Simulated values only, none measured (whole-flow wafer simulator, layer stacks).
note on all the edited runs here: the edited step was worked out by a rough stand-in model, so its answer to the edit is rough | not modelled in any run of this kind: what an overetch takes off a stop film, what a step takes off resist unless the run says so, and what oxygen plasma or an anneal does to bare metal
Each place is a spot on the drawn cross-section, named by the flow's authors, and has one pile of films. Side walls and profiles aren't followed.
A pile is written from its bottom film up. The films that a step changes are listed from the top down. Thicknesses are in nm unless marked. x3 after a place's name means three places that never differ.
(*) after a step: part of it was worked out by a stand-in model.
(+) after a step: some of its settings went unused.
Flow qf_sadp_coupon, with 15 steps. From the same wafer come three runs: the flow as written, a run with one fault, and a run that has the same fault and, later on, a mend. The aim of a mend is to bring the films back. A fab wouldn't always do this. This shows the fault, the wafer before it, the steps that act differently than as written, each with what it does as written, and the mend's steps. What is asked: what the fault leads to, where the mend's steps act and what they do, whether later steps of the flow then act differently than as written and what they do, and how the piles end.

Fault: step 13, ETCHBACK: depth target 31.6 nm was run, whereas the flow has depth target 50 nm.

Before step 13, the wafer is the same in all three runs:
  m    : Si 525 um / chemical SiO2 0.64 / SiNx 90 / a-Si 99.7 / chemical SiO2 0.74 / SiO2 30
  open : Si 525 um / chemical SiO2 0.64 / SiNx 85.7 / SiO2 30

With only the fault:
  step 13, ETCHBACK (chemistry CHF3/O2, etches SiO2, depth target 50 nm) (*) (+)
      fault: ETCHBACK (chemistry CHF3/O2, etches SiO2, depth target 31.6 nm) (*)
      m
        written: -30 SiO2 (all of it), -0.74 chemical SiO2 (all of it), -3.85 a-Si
        fault: -30 SiO2 (all of it), -0.74 chemical SiO2 (all of it), -0.17 a-Si
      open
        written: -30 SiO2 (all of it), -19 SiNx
        fault: -30 SiO2 (all of it), -1.52 SiNx
  Steps further on in the flow that do not act as written:
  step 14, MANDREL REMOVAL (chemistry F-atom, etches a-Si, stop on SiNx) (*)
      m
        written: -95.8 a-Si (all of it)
        fault: -99.5 a-Si (all of it)
  At open, the piles at the end differ from the flow's by more than 2% or 0.5 nm, whichever is larger.
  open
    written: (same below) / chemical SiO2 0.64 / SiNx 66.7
    fault: (same below) / chemical SiO2 0.64 / SiNx 84.2

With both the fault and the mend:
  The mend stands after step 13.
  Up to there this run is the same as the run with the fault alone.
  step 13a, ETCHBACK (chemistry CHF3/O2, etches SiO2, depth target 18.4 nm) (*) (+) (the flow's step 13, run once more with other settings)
      m
        -3.68 a-Si
      open
        -17.5 SiNx
  Later steps of the flow that are run all act as written at every place that is followed.
  The piles end the same as the flow's at every place that both follow.
